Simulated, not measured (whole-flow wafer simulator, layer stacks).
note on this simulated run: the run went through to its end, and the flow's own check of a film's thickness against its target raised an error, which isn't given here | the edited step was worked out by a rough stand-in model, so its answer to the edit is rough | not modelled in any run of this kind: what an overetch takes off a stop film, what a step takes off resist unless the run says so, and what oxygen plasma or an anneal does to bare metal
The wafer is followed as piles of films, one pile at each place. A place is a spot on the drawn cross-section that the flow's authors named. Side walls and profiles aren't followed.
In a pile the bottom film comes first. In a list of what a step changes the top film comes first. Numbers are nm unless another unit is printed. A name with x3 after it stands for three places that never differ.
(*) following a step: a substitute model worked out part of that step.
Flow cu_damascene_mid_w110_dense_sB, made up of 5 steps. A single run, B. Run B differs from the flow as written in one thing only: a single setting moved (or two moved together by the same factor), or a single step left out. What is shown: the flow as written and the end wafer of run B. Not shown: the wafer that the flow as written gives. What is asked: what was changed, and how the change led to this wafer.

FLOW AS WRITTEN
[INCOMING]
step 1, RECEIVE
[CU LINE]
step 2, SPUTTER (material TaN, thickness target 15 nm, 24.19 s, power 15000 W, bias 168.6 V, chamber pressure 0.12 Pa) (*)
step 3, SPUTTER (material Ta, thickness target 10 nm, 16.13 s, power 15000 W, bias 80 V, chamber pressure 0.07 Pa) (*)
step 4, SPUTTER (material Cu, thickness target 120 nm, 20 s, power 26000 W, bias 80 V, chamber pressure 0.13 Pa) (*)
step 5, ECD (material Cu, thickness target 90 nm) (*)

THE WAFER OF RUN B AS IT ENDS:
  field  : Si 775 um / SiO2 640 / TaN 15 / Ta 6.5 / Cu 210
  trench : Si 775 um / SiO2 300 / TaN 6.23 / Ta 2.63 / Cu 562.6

Cause: step 3, SPUTTER: thickness target 6.5 nm was run, while the flow as written has thickness target 10 nm; step 3, SPUTTER: 10.48 s was run, where the flow has 16.13 s.
One can read it off the wafer: field has Ta 6.5, and step 3 as written asks for 10 nm.

The path from the change to this, step by step:
  step 3, SPUTTER (material Ta, thickness target 10 nm, 16.13 s, power 15000 W, bias 80 V, chamber pressure 0.07 Pa) (*)
      field: Ta gains 6.5 (new film) (it would be, as written: Ta gains 10 (new film))
      trench: Ta gains 2.63 (new film) (it would be, as written: Ta gains 4.05 (new film))
